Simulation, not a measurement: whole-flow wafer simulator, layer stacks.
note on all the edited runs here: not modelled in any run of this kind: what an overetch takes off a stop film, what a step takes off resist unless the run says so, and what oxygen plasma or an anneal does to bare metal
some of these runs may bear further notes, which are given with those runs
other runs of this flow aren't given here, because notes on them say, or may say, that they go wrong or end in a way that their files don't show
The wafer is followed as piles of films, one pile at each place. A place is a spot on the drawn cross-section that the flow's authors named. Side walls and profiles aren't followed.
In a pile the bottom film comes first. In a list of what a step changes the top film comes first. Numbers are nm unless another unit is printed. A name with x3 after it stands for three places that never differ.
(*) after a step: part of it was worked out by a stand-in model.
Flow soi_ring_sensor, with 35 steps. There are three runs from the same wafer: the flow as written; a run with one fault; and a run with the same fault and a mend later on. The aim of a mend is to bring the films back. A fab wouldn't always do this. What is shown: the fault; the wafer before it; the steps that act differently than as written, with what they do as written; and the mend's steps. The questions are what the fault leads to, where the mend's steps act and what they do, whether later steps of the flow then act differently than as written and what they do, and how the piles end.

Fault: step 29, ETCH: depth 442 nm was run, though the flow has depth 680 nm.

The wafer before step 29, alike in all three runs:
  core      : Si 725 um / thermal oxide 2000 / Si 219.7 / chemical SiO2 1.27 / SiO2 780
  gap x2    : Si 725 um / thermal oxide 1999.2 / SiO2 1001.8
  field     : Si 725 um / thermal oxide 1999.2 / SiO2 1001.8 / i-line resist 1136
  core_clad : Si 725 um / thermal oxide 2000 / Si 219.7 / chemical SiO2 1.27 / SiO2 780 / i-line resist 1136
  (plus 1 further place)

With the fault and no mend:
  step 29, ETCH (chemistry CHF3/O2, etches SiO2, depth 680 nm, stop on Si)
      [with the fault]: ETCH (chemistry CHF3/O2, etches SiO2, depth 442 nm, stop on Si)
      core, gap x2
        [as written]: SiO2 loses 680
        [with the fault]: SiO2 loses 442
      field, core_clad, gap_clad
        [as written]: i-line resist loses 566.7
        [with the fault]: i-line resist loses 368.3
  Steps later in the flow that act otherwise than as written:
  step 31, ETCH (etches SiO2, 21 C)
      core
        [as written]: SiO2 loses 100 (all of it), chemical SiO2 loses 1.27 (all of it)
        [with the fault]: SiO2 loses 338 (all of it), chemical SiO2 loses 1.27 (all of it)
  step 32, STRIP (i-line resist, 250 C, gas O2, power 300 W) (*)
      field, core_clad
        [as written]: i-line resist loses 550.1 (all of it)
        [with the fault]: i-line resist loses 748.4 (all of it)
  The piles end only slightly different from the flow's at the places that both follow, by no more than 2% or 0.5 nm, whichever is larger.

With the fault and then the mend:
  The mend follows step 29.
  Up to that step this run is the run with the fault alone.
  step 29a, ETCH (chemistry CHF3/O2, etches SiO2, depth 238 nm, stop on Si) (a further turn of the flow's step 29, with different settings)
      core, gap x2
        SiO2 loses 238
      field, core_clad, gap_clad
        i-line resist loses 198.3
  Every later step of the flow that is run acts as written at every place that is followed.
  By the end, the piles equal the flow's at every place that both follow.
